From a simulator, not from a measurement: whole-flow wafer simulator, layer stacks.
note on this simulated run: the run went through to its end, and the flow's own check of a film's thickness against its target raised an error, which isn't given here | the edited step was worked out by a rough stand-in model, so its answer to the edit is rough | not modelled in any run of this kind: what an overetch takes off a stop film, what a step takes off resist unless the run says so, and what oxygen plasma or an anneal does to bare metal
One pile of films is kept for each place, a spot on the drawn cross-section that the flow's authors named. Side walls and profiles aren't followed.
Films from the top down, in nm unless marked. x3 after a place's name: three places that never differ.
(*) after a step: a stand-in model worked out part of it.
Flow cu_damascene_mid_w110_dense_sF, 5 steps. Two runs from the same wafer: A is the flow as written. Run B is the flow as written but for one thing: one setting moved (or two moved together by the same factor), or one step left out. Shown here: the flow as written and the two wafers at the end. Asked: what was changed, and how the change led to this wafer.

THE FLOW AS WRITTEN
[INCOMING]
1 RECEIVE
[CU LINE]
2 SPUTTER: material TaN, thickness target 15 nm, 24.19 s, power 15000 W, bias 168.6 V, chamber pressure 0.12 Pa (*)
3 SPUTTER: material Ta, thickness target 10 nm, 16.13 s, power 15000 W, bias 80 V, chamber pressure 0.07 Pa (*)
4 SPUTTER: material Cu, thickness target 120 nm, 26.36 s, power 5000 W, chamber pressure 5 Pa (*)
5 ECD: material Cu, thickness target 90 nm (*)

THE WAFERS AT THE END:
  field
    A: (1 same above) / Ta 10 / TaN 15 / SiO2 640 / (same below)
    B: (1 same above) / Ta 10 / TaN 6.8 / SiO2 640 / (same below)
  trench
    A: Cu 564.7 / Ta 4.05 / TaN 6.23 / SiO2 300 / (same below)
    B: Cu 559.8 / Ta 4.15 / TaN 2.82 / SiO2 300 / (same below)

The cause: step 2, SPUTTER: thickness target 6.8 nm was run, where the flow has thickness target 15 nm; step 2, SPUTTER: 10.89 s was run, where the flow has 24.19 s.
It can be read off the wafer: field has TaN 6.8, and step 2 as written asks for 15 nm.

How the change led to this, step by step:
  2 SPUTTER: material TaN, thickness target 15 nm, 24.19 s, power 15000 W, bias 168.6 V, chamber pressure 0.12 Pa (*)
      field: A TaN +15 (new film) | B TaN +6.8 (new film)
      trench: A TaN +6.23 (new film) | B TaN +2.82 (new film)
  4 SPUTTER: material Cu, thickness target 120 nm, 26.36 s, power 5000 W, chamber pressure 5 Pa (*)
      trench: A Cu +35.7 (new film) | B Cu +36.7 (new film)
